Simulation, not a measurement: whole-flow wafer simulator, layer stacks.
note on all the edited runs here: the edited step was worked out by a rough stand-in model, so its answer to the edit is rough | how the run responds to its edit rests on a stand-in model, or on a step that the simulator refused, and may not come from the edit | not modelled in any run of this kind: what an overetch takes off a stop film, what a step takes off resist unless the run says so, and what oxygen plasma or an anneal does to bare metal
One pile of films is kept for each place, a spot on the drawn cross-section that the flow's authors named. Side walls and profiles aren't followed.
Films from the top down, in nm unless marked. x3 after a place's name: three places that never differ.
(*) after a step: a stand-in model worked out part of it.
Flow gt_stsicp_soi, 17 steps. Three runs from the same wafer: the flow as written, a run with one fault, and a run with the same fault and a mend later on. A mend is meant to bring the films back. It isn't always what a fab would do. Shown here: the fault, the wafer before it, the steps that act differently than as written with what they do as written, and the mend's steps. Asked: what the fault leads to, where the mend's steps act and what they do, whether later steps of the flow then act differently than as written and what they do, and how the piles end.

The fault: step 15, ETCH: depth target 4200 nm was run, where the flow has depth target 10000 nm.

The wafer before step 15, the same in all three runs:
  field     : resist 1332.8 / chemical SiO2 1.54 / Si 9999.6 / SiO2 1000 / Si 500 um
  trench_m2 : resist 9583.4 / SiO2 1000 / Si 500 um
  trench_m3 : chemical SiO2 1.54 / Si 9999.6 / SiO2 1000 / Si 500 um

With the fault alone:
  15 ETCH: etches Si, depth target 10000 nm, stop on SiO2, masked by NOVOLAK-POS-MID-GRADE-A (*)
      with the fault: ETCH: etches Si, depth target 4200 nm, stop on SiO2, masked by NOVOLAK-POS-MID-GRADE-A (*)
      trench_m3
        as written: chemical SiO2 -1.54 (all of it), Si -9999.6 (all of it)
        with the fault: chemical SiO2 -1.54 (all of it), Si -4200
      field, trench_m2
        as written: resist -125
        with the fault: resist -52.5
  Later steps of the flow that act differently than as written:
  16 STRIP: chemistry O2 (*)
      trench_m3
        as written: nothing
        with the fault: chemical SiO2 +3 (new film), Si -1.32
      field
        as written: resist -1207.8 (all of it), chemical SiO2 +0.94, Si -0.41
        with the fault: resist -1280.3 (all of it), chemical SiO2 +0.95, Si -0.42
  At the end the piles differ from the flow's by more than 2% or 0.5 nm, whichever is larger, at trench_m3.
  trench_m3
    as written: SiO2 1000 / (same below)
    with the fault: chemical SiO2 3 / Si 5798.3 / SiO2 1000 / (same below)

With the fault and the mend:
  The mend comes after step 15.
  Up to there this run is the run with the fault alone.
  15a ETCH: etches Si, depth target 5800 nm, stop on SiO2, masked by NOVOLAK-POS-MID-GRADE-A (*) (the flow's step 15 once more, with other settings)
      field, trench_m2
        resist -72.5
      trench_m3
        Si -5799.6 (all of it)
  No later step of the flow acts differently than as written at any place that is followed.
  At the end the piles are the same as the flow's at every place that both follow.
